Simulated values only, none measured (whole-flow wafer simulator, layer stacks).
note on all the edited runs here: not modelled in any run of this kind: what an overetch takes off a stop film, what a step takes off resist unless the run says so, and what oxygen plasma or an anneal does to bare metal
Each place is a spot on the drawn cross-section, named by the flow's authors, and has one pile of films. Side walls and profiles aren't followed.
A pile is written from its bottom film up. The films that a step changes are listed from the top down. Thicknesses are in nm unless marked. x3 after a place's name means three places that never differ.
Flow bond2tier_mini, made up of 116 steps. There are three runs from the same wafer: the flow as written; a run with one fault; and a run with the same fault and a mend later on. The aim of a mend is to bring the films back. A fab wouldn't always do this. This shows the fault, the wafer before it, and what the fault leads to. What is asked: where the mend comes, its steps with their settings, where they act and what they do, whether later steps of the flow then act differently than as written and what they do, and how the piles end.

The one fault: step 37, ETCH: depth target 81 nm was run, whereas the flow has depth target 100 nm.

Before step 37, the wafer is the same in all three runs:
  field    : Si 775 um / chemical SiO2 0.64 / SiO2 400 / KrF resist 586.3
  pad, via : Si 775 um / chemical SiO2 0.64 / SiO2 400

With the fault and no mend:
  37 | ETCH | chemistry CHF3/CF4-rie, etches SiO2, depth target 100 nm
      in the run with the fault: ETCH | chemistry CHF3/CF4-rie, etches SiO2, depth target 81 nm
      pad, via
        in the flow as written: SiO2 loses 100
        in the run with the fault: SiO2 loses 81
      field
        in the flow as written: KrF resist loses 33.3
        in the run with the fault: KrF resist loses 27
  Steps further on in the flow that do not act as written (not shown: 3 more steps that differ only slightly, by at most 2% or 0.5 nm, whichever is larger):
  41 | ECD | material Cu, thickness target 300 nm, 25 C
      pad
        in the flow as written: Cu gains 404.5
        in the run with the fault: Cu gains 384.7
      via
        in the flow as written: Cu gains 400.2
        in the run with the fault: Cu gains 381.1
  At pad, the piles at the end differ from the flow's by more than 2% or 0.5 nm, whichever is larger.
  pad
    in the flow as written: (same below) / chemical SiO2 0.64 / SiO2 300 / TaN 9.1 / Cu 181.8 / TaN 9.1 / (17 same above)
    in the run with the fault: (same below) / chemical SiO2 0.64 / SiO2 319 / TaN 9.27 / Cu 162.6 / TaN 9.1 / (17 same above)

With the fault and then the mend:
  The mend follows step 37.
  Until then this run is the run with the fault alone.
  37a | ETCH | chemistry CHF3/CF4-rie, etches SiO2, depth target 19 nm (the flow's step 37 again, with other settings)
      pad, via
        SiO2 loses 19
      field
        KrF resist loses 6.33
  None of the later steps of the flow acts differently than as written at any place that is followed.
  By the end, the piles equal the flow's at every place that both follow.
